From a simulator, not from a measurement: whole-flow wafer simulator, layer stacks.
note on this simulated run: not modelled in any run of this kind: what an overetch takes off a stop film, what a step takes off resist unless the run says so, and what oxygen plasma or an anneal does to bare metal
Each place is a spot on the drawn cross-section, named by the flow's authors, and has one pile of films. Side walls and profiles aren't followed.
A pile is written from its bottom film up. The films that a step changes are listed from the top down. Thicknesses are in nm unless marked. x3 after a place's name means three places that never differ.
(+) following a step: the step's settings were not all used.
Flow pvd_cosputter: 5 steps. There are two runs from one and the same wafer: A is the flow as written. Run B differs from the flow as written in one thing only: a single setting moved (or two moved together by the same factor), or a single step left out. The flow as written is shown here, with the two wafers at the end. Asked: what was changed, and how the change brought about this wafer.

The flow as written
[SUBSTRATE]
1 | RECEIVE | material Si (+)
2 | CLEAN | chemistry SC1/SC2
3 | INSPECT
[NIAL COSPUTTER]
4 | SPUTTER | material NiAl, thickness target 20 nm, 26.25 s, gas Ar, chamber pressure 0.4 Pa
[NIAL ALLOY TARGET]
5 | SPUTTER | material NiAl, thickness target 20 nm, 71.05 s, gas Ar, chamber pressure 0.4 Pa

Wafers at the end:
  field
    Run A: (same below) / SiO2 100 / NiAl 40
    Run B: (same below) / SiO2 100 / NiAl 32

The reason: step 4, SPUTTER: thickness target 12 nm was run, while the flow as written has thickness target 20 nm; step 4, SPUTTER: 15.75 s was run, where the flow has 26.25 s.

How this came from the change, step by step:
  4 | SPUTTER | material NiAl, thickness target 20 nm, 26.25 s, gas Ar, chamber pressure 0.4 Pa
      field: A NiAl gains 20 (new film) | B NiAl gains 12 (new film)
